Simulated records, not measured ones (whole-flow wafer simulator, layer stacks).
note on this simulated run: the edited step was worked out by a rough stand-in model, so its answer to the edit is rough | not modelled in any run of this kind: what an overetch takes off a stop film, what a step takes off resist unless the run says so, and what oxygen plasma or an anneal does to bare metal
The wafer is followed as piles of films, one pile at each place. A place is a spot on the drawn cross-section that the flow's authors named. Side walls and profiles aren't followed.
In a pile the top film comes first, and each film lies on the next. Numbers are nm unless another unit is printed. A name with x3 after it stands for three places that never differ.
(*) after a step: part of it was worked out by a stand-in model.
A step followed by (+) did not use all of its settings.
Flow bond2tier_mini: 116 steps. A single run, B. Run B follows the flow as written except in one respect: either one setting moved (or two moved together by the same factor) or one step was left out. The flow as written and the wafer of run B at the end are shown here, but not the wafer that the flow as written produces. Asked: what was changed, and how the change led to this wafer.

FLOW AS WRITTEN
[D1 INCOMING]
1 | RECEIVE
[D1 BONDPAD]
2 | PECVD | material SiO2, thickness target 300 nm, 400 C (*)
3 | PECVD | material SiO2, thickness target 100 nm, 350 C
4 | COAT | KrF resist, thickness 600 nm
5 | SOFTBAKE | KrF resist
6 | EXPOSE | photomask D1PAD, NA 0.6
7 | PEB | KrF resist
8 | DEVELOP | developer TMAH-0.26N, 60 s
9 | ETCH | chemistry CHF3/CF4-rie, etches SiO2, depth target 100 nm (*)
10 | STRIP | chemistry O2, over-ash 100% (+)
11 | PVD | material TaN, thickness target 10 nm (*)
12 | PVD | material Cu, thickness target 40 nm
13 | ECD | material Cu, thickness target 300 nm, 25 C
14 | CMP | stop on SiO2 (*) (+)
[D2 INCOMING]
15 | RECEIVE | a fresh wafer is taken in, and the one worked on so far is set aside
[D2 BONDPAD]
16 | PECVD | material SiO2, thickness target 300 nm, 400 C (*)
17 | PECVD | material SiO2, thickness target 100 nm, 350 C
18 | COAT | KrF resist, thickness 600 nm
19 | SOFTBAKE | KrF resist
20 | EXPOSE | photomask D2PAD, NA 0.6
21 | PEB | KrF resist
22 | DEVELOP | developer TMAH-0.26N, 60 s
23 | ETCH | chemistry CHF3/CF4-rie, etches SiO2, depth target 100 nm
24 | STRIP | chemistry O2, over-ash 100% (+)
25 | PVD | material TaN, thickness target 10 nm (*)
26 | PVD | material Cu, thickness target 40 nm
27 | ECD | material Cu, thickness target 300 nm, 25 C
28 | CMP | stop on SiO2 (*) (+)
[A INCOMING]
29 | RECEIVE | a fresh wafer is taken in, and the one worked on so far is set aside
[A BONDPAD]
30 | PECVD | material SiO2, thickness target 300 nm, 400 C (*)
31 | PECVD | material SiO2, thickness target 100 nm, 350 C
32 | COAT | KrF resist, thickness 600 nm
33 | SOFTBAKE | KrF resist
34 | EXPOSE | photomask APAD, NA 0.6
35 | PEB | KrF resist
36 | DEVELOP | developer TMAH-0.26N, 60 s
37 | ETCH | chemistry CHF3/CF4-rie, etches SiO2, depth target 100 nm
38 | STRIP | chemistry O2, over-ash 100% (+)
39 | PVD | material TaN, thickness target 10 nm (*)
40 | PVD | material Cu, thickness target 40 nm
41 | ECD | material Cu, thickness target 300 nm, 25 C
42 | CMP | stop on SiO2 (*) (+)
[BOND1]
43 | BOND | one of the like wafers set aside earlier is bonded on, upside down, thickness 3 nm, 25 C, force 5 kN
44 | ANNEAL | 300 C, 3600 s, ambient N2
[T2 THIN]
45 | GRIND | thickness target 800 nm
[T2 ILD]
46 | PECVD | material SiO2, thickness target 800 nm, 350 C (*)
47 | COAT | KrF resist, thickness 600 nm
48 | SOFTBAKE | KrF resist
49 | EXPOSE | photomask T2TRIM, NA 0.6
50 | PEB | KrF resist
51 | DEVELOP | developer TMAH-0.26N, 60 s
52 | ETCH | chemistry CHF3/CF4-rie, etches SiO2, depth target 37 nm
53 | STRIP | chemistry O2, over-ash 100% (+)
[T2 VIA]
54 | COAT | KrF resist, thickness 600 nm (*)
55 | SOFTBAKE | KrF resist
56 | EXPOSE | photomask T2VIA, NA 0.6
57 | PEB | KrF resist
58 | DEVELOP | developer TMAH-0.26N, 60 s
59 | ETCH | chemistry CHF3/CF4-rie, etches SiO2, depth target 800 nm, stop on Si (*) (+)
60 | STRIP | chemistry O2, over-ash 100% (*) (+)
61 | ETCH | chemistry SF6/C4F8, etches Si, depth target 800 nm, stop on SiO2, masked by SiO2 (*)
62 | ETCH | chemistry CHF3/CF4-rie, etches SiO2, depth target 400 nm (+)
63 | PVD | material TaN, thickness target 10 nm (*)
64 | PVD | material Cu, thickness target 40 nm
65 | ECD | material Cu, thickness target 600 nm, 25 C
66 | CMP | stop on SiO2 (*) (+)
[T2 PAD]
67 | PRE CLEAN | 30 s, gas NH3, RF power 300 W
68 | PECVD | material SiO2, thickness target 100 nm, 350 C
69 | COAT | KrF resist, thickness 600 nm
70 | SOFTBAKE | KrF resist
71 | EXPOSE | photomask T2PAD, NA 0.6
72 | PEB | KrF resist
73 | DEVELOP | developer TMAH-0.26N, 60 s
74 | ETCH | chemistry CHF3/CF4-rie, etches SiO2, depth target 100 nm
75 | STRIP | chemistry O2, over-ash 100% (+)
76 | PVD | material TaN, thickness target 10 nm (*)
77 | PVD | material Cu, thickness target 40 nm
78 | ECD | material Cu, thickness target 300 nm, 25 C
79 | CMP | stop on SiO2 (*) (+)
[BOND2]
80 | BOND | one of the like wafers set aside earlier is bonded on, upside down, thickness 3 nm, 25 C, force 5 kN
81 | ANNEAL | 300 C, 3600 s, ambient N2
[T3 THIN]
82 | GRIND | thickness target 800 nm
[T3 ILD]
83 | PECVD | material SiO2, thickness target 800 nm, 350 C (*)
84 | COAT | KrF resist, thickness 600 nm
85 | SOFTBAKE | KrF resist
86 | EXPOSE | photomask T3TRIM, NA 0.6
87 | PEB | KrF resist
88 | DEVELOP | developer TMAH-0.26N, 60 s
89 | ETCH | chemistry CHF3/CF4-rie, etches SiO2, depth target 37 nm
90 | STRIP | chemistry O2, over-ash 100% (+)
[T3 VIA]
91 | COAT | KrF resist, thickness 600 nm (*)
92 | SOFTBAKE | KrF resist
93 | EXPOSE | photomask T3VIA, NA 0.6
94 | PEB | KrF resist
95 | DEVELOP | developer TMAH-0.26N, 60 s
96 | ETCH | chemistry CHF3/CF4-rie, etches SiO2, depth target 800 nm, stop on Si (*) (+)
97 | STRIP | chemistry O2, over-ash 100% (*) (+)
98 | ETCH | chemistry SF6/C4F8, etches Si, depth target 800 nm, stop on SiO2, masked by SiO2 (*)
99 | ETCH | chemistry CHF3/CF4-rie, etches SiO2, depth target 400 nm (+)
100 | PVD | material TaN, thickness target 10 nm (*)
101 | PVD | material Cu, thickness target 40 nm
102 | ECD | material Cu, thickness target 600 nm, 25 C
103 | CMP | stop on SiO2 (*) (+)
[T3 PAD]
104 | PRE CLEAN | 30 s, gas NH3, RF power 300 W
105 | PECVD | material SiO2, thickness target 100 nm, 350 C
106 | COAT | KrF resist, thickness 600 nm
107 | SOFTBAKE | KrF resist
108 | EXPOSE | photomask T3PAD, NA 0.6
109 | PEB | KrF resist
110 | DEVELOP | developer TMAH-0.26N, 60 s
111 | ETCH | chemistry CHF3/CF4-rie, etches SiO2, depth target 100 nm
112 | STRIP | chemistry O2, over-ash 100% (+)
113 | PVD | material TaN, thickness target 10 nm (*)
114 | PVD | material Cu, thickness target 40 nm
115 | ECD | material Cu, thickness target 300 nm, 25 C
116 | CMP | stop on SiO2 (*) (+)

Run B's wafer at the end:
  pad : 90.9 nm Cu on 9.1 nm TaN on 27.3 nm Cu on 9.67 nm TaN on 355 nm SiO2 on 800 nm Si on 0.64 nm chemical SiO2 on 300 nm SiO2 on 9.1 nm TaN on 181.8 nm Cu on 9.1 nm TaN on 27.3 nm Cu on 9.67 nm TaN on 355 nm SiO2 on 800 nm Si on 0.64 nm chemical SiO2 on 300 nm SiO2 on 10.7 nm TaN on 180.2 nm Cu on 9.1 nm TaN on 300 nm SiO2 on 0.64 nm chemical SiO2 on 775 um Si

What caused this: step 11, PVD: thickness target 11.8 nm was run, while the flow as written has thickness target 10 nm.

How this came from the change, step by step:
  11 | PVD | material TaN, thickness target 10 nm (*)
      field: +11.8 TaN (new film) (it would be, as written: +10 TaN (new film))
      pad: +10.7 TaN (new film) (it would be, as written: +9.1 TaN (new film))
      (also at 1 further place)
  14 | CMP | stop on SiO2 (*) (+)
      field: -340 Cu (all of it), -11.8 TaN (all of it) (it would be, as written: -340 Cu (all of it), -10 TaN (all of it))
  43 | BOND | one of the like wafers set aside earlier is bonded on, upside down, thickness 3 nm, 25 C, force 5 kN
      pad: +775 um Si (new film), +0.64 chemical SiO2 (new film), +300 SiO2 (new film), +10.7 TaN (new film), +89.3 Cu (it would be, as written: +775 um Si (new film), +0.64 chemical SiO2 (new film), +300 SiO2 (new film), +9.1 TaN (new film), +90.9 Cu)
      via: +775 um Si (new film), +0.64 chemical SiO2 (new film), +300 SiO2 (new film), +11.8 TaN (new film), +88.2 Cu (it would be, as written: +775 um Si (new film), +0.64 chemical SiO2 (new film), +300 SiO2 (new film), +9.97 TaN (new film), +90 Cu)
